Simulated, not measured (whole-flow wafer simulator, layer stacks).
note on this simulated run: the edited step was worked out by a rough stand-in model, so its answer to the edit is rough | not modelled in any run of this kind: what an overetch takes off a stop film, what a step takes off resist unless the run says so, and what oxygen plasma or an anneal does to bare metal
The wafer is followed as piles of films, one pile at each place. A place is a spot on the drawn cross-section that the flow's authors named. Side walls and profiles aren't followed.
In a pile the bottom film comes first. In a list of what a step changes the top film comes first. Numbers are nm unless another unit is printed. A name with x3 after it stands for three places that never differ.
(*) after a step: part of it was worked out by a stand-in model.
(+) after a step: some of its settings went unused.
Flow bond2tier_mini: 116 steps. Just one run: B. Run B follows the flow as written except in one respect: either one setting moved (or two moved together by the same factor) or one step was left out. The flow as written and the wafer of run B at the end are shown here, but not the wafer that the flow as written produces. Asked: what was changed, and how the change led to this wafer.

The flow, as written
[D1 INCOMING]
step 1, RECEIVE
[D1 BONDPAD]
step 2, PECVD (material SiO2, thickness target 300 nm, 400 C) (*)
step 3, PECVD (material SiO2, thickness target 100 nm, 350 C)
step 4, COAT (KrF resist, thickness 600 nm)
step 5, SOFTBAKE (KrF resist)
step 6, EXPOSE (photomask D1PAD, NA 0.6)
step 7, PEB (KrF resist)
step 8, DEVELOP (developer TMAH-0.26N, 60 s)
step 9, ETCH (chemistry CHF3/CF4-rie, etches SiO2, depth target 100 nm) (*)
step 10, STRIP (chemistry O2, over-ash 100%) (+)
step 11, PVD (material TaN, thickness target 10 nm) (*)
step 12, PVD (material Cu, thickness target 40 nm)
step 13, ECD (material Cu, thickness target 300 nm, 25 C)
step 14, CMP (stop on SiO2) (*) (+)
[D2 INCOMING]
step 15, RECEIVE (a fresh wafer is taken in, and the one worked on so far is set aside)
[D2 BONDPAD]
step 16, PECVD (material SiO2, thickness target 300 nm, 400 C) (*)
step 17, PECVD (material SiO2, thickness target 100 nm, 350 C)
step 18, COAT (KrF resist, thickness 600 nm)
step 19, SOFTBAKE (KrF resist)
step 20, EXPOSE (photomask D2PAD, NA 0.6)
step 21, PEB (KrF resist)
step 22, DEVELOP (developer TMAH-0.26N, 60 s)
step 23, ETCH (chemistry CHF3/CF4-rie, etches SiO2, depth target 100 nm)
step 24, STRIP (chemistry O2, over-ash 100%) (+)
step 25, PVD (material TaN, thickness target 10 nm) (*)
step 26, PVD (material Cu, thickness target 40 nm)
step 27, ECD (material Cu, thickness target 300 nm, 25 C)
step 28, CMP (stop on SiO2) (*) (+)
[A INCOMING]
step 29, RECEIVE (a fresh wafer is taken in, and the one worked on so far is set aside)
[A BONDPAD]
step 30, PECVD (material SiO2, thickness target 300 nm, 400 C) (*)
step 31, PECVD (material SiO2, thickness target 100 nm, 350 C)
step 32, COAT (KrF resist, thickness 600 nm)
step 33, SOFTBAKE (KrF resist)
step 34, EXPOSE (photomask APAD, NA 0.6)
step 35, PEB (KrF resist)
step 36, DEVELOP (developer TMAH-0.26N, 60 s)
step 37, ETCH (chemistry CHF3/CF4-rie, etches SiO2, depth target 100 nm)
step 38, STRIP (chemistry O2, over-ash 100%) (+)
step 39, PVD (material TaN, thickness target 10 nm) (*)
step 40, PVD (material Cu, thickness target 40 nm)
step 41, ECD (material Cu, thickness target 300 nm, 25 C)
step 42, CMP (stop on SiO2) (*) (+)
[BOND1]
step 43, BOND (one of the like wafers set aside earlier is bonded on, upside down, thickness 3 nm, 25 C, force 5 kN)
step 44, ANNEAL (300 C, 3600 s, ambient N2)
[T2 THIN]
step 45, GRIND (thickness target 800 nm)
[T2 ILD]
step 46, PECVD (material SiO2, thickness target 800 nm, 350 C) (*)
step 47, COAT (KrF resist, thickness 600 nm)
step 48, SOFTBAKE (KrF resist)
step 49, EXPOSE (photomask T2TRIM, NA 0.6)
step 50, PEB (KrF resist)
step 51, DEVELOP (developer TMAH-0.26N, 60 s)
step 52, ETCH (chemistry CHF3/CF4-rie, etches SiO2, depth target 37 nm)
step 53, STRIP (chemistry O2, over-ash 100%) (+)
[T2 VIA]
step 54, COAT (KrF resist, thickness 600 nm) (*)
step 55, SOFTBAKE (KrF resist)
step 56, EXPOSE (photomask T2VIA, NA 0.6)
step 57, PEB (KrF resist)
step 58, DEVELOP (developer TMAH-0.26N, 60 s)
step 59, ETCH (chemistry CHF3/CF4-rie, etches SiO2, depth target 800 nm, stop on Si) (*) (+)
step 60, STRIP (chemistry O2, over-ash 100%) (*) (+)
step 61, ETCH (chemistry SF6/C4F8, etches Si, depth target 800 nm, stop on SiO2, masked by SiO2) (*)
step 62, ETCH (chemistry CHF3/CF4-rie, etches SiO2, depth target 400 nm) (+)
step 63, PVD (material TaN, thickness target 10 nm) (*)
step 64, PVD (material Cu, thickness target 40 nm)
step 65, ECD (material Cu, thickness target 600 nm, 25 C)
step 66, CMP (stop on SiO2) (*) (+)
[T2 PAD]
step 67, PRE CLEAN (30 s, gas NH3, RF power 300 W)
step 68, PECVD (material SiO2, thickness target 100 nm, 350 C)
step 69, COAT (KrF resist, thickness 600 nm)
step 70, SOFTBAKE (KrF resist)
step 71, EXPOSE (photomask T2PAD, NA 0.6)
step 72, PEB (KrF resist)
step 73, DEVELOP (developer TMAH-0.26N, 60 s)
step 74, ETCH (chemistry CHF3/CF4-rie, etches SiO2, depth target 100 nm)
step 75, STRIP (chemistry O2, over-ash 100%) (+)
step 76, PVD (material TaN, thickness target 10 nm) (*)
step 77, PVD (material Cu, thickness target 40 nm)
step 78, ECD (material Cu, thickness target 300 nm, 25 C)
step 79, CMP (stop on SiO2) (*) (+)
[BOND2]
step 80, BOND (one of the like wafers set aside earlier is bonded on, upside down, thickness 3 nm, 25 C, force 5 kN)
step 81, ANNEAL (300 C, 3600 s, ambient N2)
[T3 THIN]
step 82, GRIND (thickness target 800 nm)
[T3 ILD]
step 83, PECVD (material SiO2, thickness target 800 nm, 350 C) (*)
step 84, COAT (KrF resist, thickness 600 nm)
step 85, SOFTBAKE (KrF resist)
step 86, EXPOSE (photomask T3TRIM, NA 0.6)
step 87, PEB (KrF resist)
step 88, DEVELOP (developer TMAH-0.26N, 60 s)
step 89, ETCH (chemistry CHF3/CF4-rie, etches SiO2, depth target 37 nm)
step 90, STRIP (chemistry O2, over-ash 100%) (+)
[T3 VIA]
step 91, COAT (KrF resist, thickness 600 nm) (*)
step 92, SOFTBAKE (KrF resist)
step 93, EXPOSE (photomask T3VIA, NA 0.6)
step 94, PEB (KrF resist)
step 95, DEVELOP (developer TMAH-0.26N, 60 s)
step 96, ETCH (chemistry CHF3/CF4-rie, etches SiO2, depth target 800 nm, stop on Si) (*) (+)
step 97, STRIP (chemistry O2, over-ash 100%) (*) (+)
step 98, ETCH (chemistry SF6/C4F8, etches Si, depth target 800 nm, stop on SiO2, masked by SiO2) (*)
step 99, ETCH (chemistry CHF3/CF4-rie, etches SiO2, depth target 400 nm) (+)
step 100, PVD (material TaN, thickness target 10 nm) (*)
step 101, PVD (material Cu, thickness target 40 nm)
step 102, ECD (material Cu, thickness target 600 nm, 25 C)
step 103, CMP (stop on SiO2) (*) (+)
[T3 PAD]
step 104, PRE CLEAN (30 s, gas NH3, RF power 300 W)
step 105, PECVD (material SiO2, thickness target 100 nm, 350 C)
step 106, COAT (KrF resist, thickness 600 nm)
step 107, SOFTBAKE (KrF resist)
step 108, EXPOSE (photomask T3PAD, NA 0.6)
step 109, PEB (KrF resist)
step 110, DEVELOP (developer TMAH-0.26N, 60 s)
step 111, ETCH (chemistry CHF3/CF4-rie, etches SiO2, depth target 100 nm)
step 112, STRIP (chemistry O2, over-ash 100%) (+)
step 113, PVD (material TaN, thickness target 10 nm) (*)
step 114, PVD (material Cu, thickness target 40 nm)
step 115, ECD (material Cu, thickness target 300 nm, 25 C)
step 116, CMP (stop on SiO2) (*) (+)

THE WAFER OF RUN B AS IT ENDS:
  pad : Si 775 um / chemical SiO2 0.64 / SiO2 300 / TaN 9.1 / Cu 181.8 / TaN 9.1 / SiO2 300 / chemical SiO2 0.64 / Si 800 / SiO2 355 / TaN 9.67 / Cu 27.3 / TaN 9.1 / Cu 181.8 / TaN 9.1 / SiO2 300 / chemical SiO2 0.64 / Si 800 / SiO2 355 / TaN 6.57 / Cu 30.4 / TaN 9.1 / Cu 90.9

The reason: step 100, PVD: thickness target 6.8 nm was run, though the flow has thickness target 10 nm.

The path from the change to this, step by step:
  step 100, PVD (material TaN, thickness target 10 nm) (*)
      field: +6.8 TaN (new film) (as written it would have been: +10 TaN (new film))
      pad: +6.57 TaN (new film) (as written it would have been: +9.67 TaN (new film))
  step 103, CMP (stop on SiO2) (*) (+)
      field: -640 Cu (all of it), -6.8 TaN (all of it) (as written it would have been: -640 Cu (all of it), -10 TaN (all of it))
